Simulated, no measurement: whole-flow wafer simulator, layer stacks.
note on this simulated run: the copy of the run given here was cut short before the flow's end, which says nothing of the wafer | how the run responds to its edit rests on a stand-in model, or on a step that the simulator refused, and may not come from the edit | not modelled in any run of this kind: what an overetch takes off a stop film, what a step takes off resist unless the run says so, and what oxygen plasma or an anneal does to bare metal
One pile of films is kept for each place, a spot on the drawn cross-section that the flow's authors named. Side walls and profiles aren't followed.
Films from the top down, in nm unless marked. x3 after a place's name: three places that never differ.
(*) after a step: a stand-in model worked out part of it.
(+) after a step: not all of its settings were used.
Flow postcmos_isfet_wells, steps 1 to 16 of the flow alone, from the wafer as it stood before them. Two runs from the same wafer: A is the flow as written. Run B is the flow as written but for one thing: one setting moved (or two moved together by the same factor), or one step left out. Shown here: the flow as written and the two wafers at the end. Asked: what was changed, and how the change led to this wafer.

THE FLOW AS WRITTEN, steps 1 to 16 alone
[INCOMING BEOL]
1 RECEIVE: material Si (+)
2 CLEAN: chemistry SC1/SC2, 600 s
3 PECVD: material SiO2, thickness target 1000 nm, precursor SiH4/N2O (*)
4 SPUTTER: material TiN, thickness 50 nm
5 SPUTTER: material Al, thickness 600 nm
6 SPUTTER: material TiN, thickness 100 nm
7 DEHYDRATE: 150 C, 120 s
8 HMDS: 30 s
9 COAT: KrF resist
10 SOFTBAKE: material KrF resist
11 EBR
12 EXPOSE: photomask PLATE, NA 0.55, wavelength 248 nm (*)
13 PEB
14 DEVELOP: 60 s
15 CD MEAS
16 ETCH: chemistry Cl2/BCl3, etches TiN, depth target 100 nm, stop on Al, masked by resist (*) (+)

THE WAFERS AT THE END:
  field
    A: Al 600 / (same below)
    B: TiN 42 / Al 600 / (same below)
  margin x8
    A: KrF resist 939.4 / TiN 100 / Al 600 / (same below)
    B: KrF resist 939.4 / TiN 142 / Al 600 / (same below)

The cause: step 6, SPUTTER: thickness 142 nm was run, where the flow has thickness 100 nm.
It can be read off the wafer: margin x8 has TiN 142, and step 6 as written asks for 100 nm.

How the change led to this, step by step:
  6 SPUTTER: material TiN, thickness 100 nm
      field, margin x8: A TiN +100 (new film) | B TiN +142 (new film)
  16 ETCH: chemistry Cl2/BCl3, etches TiN, depth target 100 nm, stop on Al, masked by resist (*) (+)
      field: A TiN -100 (all of it) | B TiN -100
